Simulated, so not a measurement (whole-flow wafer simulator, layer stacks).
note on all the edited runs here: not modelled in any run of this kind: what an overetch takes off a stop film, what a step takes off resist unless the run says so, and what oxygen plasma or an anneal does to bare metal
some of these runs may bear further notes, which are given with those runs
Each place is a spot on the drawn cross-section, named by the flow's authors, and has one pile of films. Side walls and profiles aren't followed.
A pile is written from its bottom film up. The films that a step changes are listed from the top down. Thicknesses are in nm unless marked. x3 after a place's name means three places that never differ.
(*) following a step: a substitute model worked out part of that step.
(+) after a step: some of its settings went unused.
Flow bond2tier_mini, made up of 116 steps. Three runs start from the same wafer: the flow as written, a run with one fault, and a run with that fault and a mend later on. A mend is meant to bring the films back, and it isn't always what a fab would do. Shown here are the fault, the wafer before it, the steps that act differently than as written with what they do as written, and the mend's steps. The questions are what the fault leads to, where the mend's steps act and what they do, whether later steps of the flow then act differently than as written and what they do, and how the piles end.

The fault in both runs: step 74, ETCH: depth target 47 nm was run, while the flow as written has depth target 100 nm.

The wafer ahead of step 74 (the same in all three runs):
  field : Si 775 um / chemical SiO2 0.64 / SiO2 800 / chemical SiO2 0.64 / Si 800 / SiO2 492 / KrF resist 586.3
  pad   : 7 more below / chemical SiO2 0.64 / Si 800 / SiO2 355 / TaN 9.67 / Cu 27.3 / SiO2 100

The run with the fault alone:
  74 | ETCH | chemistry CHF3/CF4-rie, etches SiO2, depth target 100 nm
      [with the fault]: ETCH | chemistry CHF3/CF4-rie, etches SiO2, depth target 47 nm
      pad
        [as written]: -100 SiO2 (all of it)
        [with the fault]: -47 SiO2
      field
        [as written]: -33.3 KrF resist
        [with the fault]: -15.7 KrF resist
  Steps later in the flow that act otherwise than as written (1 more step, not shown, differs only slightly: by at most 2% or 0.5 nm, whichever is larger):
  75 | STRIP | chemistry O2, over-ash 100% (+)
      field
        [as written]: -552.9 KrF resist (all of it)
        [with the fault]: -570.6 KrF resist (all of it)
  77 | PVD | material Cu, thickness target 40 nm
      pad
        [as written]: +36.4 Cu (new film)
        [with the fault]: +38.3 Cu (new film)
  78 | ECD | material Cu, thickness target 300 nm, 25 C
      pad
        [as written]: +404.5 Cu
        [with the fault]: +349.1 Cu
  At pad, the piles at the end differ from the flow's by more than 2% or 0.5 nm, whichever is larger.
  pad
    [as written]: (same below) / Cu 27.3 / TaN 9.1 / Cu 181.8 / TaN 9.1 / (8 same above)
    [with the fault]: (same below) / Cu 27.3 / SiO2 53 / TaN 9.58 / Cu 128.3 / TaN 9.1 / (8 same above)

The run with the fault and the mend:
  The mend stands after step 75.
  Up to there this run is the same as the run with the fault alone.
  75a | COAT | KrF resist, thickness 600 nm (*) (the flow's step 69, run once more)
      field
        +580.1 KrF resist (new film)
      pad
        +620.8 KrF resist (new film)
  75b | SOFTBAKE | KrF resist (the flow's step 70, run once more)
      leaves every film unchanged at each place that is followed
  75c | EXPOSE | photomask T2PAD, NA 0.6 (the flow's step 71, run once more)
      leaves every film unchanged at each place that is followed
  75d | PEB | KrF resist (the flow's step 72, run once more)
      leaves every film unchanged at each place that is followed
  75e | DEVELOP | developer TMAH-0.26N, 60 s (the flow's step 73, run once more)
      field
        -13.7 KrF resist
      pad
        -620.8 KrF resist (all of it)
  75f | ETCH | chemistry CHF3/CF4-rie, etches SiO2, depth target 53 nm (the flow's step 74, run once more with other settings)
      field
        -17.7 KrF resist
      pad
        -53 SiO2 (all of it)
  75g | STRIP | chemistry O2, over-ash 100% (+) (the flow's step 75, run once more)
      field
        -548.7 KrF resist (all of it)
  Later steps of the flow that are run all act as written at every place that is followed.
  The piles end the same as the flow's at every place that both follow.
